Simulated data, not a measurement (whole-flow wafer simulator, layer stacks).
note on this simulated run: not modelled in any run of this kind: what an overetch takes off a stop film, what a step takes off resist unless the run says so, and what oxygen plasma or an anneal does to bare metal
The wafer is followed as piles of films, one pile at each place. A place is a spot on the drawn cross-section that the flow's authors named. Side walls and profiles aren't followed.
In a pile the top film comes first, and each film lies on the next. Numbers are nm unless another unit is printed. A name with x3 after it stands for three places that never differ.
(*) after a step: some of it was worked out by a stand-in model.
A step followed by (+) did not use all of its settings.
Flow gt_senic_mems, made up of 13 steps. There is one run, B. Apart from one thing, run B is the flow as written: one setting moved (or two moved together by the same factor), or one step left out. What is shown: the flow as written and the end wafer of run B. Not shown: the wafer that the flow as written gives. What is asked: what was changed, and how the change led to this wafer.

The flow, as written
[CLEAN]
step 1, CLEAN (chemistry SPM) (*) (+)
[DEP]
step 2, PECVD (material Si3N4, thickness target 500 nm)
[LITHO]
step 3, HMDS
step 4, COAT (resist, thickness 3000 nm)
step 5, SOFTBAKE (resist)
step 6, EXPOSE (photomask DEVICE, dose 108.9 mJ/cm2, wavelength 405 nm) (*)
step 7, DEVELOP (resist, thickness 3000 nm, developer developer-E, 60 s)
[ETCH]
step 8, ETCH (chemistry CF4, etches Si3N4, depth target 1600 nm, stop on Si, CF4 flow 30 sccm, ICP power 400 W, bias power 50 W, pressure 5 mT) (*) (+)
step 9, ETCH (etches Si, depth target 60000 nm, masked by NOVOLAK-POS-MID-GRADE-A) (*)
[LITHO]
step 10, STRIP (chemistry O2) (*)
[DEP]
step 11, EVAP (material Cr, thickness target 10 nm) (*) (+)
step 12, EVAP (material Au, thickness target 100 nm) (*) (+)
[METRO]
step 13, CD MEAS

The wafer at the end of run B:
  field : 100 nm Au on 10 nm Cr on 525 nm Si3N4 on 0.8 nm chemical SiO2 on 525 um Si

What caused this: step 2, PECVD: thickness target 525 nm was run, though the flow has thickness target 500 nm.
One can read it off the wafer: field has Si3N4 525, and step 2 as written asks for 500 nm.

Step by step, how the change led to this:
  step 2, PECVD (material Si3N4, thickness target 500 nm)
      field, trench: Si3N4 gains 525 (new film) (in the flow as written it would be: Si3N4 gains 500 (new film))
  step 8, ETCH (chemistry CF4, etches Si3N4, depth target 1600 nm, stop on Si, CF4 flow 30 sccm, ICP power 400 W, bias power 50 W, pressure 5 mT) (*) (+)
      field: resist loses 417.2 (in the flow as written it would be: resist loses 400.5)
      trench: Si3N4 loses 525 (all of it), chemical SiO2 loses 0.8 (all of it) (in the flow as written it would be: Si3N4 loses 500 (all of it), chemical SiO2 loses 0.8 (all of it))
